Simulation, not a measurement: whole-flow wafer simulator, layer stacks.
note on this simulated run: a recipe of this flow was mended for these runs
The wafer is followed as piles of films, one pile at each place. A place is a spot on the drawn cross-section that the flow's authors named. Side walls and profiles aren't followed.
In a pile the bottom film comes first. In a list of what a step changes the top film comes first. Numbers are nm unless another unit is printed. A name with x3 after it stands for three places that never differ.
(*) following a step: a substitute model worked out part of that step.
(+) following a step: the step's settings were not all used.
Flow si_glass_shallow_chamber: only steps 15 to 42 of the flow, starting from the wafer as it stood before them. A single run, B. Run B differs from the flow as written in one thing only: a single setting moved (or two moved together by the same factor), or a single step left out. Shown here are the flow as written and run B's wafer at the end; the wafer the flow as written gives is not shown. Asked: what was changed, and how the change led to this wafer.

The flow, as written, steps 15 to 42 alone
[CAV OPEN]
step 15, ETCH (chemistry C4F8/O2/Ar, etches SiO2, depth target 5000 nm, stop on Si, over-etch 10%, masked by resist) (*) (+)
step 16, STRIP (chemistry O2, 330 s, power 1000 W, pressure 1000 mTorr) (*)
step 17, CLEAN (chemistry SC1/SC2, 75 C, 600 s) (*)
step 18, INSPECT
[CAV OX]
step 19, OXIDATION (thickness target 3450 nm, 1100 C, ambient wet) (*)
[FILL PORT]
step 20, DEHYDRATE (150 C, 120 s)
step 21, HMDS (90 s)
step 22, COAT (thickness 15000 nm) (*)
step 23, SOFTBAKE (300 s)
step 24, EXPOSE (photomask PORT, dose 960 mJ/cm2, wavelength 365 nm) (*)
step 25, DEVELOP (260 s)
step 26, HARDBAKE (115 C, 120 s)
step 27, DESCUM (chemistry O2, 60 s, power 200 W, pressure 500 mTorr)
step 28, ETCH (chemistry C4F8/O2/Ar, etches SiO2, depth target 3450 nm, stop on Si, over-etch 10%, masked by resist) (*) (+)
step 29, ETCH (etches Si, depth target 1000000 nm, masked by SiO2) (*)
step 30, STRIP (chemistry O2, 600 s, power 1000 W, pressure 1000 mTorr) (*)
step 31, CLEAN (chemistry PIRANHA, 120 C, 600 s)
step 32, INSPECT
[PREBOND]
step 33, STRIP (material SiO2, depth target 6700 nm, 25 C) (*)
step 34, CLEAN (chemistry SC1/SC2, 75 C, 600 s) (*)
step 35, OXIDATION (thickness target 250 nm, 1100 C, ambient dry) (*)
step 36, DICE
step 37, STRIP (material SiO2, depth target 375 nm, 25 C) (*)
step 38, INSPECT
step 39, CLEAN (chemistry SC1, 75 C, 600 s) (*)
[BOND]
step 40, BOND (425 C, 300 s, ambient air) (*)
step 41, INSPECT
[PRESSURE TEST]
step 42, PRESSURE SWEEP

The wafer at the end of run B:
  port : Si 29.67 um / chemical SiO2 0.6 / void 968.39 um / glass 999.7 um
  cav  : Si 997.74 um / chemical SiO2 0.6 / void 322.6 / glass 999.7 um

What caused this: step 15, ETCH: depth target 2375 nm was run, while the flow as written has depth target 5000 nm.

How this came from the change, step by step:
  step 15, ETCH (chemistry C4F8/O2/Ar, etches SiO2, depth target 5000 nm, stop on Si, over-etch 10%, masked by resist) (*) (+)
      cav, port: -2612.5 SiO2 (in the flow as written it would be: -5000 SiO2 (all of it), -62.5 Si)
      rim, ramp, septum, ring: -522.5 thick-i-line-resist (in the flow as written it would be: -1100 thick-i-line-resist)
  step 16, STRIP (chemistry O2, 330 s, power 1000 W, pressure 1000 mTorr) (*)
      cav, port: nothing (in the flow as written it would be: +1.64 chemical SiO2 (new film), -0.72 Si)
      rim, ramp, septum, ring: -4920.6 thick-i-line-resist (all of it) (in the flow as written it would be: -4343.1 thick-i-line-resist (all of it))
  step 17, CLEAN (chemistry SC1/SC2, 75 C, 600 s) (*)
      cav, port: -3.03 SiO2 (in the flow as written it would be: -1.04 chemical SiO2, -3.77 Si)
  step 19, OXIDATION (thickness target 3450 nm, 1100 C, ambient wet) (*)
      cav, port: +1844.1 SiO2, -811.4 Si (in the flow as written it would be: +3450 SiO2 (new film), -0.6 chemical SiO2 (all of it), -1517.7 Si)
  step 22, COAT (thickness 15000 nm) (*)
      rim: +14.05 um thick-i-line-resist (new film) (in the flow as written it would be: +13.4 um thick-i-line-resist (new film))
      ramp: +13.75 um thick-i-line-resist (new film) (in the flow as written it would be: +12.89 um thick-i-line-resist (new film))
      (as well as at 4 more places)
  step 23, SOFTBAKE (300 s)
      rim: -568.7 thick-i-line-resist (in the flow as written it would be: -997 thick-i-line-resist)
      ramp: -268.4 thick-i-line-resist (in the flow as written it would be: -487.1 thick-i-line-resist)
      (as well as at 4 more places)
  step 25, DEVELOP (260 s)
      port: -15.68 um thick-i-line-resist (all of it) (in the flow as written it would be: -16.16 um thick-i-line-resist (all of it))
  step 26, HARDBAKE (115 C, 120 s)
      rim, ramp: -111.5 thick-i-line-resist (in the flow as written it would be: -98.2 thick-i-line-resist)
      cav: -137.3 thick-i-line-resist (in the flow as written it would be: -147.1 thick-i-line-resist)
  step 28, ETCH (chemistry C4F8/O2/Ar, etches SiO2, depth target 3450 nm, stop on Si, over-etch 10%, masked by resist) (*) (+)
      port: -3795 SiO2 (in the flow as written it would be: -3450 SiO2 (all of it), -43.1 Si)
  step 29, ETCH (etches Si, depth target 1000000 nm, masked by SiO2) (*)
      port: -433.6 SiO2 (all of it), -968.07 um Si (in the flow as written it would be: +997.05 um hole (new film), -997.05 um Si (all of it))
      rim, ramp: -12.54 um thick-i-line-resist (all of it), -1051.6 SiO2 (in the flow as written it would be: -11.47 um thick-i-line-resist (all of it), -1617.3 SiO2)
      (as well as at 2 more places)
  step 30, STRIP (chemistry O2, 600 s, power 1000 W, pressure 1000 mTorr) (*)
      port: +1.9 chemical SiO2 (new film), -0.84 Si (in the flow as written it would be: nothing)
      cav: -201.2 thick-i-line-resist (all of it) (in the flow as written it would be: -669.6 thick-i-line-resist (all of it))
  step 33, STRIP (material SiO2, depth target 6700 nm, 25 C) (*)
      port: -1.9 chemical SiO2 (all of it) (in the flow as written it would be: nothing)
      rim, ramp: -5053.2 SiO2 (all of it) (in the flow as written it would be: -4487.5 SiO2 (all of it))
      (as well as at 1 more place)
  step 34, CLEAN (chemistry SC1/SC2, 75 C, 600 s) (*)
      port: +0.6 chemical SiO2 (new film), -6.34 Si (in the flow as written it would be: nothing)
  step 35, OXIDATION (thickness target 250 nm, 1100 C, ambient dry) (*)
      port: +250 SiO2 (new film), -0.6 chemical SiO2 (all of it), -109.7 Si (in the flow as written it would be: nothing)
  step 37, STRIP (material SiO2, depth target 375 nm, 25 C) (*)
      port: -250 SiO2 (all of it) (in the flow as written it would be: nothing)
  step 39, CLEAN (chemistry SC1, 75 C, 600 s) (*)
      port: +0.6 chemical SiO2 (new film), -6.34 Si (in the flow as written it would be: nothing)
  step 40, BOND (425 C, 300 s, ambient air) (*)
      port: +999.7 um glass (new film), +968.39 um void (new film) (in the flow as written it would be: +999.7 um glass (new film), +1017.3 hole)
      cav: +999.7 um glass (new film), +322.6 void (new film) (in the flow as written it would be: +999.7 um glass (new film), +1095.9 void (new film))
